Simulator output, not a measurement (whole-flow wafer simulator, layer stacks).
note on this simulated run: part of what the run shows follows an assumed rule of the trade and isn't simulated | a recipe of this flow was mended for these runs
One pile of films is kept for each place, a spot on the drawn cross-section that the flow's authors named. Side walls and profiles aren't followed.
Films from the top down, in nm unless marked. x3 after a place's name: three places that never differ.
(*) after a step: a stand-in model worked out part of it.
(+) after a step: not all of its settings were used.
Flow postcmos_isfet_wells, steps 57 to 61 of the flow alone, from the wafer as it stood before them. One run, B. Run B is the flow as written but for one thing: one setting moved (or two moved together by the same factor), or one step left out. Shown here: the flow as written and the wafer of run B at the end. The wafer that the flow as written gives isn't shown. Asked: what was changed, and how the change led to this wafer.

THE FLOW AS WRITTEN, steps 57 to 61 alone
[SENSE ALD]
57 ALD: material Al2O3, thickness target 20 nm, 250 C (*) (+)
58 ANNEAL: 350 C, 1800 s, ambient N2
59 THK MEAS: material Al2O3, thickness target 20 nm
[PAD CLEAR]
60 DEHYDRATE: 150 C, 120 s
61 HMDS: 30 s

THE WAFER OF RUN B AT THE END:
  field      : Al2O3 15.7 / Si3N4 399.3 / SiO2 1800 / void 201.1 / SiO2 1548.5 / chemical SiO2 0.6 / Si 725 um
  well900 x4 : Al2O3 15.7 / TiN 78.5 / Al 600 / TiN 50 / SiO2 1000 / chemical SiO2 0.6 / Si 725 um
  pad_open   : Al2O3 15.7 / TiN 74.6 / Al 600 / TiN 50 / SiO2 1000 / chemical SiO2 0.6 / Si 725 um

The cause: step 57, ALD: thickness target 15.7 nm was run, where the flow has thickness target 20 nm.
It can be read off the wafer: field has Al2O3 15.7, and step 57 as written asks for 20 nm.

How the change led to this, step by step:
  57 ALD: material Al2O3, thickness target 20 nm, 250 C (*) (+)
      field, margin x3, well900 x4, pad_open: Al2O3 +15.7 (new film) (as written it would be: Al2O3 +20 (new film))
